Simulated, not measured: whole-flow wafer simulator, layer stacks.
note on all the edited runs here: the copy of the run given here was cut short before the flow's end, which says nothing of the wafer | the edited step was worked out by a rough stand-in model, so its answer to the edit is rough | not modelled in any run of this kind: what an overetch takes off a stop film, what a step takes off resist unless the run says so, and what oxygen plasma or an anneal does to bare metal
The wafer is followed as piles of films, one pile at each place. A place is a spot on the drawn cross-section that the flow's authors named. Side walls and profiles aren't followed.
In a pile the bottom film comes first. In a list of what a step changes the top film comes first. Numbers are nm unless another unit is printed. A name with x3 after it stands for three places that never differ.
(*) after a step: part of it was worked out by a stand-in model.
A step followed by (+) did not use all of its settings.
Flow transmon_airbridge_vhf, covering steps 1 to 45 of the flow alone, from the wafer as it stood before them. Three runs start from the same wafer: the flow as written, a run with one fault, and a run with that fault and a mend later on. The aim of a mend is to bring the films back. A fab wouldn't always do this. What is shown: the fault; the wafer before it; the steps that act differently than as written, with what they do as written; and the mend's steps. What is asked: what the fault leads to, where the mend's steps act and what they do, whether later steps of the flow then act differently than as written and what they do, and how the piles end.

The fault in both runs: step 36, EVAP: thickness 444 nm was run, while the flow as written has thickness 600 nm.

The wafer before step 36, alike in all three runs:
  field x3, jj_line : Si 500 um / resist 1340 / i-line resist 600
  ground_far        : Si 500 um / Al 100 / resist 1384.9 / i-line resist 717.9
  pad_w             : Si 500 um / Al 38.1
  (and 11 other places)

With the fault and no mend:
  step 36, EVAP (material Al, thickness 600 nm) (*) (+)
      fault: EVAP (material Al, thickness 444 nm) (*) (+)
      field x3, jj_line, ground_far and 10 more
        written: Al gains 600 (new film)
        fault: Al gains 444 (new film)
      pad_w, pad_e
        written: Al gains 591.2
        fault: Al gains 437.5
  Steps further on in the flow that do not act as written:
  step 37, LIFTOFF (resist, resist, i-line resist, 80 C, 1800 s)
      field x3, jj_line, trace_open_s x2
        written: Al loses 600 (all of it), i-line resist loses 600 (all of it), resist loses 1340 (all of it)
        fault: Al loses 444 (all of it), i-line resist loses 600 (all of it), resist loses 1340 (all of it)
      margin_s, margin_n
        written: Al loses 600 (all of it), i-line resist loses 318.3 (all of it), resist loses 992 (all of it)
        fault: Al loses 444 (all of it), i-line resist loses 318.3 (all of it), resist loses 992 (all of it)
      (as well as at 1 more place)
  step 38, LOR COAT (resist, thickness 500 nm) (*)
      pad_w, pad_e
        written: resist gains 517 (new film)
        fault: resist gains 530.2 (new film)
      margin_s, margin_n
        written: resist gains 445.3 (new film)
        fault: resist gains 431.9 (new film)
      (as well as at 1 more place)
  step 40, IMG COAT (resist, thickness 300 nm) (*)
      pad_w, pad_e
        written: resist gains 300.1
        fault: resist gains 307
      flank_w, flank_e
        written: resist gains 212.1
        fault: resist gains 217.2
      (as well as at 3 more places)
  By the end, the piles at pad_w, flank_w, gap_w and 7 more depart from the flow's by more than 2% or 0.5 nm, whichever is larger.
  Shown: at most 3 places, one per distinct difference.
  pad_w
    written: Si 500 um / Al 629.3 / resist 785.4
    fault: Si 500 um / Al 475.6 / resist 805.4
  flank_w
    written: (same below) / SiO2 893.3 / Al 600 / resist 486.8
    fault: (same below) / SiO2 893.3 / Al 444 / resist 495.7
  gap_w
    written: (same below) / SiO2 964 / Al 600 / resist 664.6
    fault: (same below) / SiO2 964 / Al 444 / resist 676.2

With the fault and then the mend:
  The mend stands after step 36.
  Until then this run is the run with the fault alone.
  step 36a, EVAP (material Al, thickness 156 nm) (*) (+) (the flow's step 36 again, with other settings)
      field x3, jj_line, ground_far and 10 more
        Al gains 156
      pad_w, pad_e
        Al gains 153.7
  Every later step of the flow that is run acts as written, at every place that is followed, to within 2% or 0.5 nm, whichever is larger.
  When the end is reached, the piles differ only a little from the flow's at the places that both follow, at most by 2% or 0.5 nm, whichever is larger.
